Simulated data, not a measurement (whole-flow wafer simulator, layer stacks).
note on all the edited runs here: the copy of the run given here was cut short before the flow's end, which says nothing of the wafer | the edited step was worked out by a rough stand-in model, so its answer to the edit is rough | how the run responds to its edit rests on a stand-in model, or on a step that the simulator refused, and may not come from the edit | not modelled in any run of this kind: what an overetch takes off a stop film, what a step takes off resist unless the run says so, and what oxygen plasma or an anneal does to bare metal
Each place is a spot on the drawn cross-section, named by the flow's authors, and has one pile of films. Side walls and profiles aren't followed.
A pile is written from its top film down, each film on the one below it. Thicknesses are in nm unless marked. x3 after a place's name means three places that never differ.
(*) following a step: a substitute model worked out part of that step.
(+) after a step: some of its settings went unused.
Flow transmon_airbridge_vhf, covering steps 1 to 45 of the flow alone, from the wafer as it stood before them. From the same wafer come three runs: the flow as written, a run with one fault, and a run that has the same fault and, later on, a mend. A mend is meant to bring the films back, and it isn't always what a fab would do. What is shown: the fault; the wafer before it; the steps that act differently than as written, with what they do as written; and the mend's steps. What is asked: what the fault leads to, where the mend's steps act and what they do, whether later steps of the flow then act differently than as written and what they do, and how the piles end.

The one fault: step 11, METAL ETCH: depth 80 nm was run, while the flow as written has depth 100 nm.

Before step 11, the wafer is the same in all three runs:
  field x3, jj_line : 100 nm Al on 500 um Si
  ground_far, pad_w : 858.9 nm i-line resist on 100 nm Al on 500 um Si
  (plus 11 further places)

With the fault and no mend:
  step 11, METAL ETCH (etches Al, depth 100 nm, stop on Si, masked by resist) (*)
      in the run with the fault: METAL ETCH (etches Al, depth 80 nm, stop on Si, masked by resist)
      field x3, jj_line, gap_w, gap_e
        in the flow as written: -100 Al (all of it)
        in the run with the fault: -80 Al
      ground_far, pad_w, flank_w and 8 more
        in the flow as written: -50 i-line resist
        in the run with the fault: -40 i-line resist
  Steps later in the flow that act otherwise than as written (20 other steps are not shown; they differ only slightly, by no more than 2% or 0.5 nm, whichever is larger):
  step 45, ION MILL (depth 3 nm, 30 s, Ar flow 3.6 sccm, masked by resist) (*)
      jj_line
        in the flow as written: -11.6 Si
        in the run with the fault: -20 Al (all of it), -0.36 Si
  The piles end different from the flow's at field x3, gap_w, gap_e by more than 2% or 0.5 nm, whichever is larger.
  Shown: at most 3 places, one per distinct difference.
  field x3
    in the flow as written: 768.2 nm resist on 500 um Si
    in the run with the fault: 768.2 nm resist on 20 nm Al on 500 um Si
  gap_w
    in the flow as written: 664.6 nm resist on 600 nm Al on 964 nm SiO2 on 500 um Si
    in the run with the fault: 659.1 nm resist on 600 nm Al on 964 nm SiO2 on 20 nm Al on 500 um Si

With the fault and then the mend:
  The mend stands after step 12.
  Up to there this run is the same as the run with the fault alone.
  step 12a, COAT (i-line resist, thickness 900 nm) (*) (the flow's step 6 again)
      field x3, jj_line, trace_open_s x2, margin_s, bridge_strip, margin_n
        +900 i-line resist (new film)
      pad_w, pad_e
        +890.2 i-line resist (new film)
      flank_w, flank_e
        +881.2 i-line resist (new film)
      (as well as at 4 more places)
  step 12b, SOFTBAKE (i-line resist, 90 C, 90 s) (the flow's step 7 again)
      flank_w, flank_e
        -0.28 i-line resist
      gap_w, gap_e
        +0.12 i-line resist
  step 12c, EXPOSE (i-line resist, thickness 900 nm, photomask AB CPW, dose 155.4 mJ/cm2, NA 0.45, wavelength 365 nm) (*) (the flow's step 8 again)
      leaves every film unchanged at each place that is followed
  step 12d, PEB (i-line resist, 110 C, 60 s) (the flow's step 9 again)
      field x3, jj_line, trace_open_s x2, margin_s, bridge_strip, margin_n
        -41 i-line resist
      pad_w, pad_e
        -40.6 i-line resist
      flank_w, flank_e
        -40.2 i-line resist
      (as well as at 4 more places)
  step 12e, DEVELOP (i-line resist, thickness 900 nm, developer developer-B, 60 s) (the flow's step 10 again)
      pad_w, pad_e, trace_open_s x2, margin_s, bridge_strip, margin_n
        -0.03 i-line resist
      field x3, jj_line
        -859 i-line resist (all of it)
      gap_w, gap_e
        -900.7 i-line resist (all of it)
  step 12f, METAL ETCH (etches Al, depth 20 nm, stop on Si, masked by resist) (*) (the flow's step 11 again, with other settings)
      ground_far, pad_w, flank_w and 8 more
        -10 i-line resist
      field x3, jj_line, gap_w, gap_e
        -20 Al (all of it)
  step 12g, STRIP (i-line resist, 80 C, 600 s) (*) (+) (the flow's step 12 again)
      trace_open_s x2, margin_s, bridge_strip, margin_n
        -848.9 i-line resist (all of it)
      pad_w, pad_e
        -839.5 i-line resist (all of it)
      flank_w, flank_e
        -830.8 i-line resist (all of it)
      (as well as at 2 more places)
  None of the later steps of the flow acts differently than as written at any place that is followed.
  At every place that both follow, the piles at the end match the flow's.
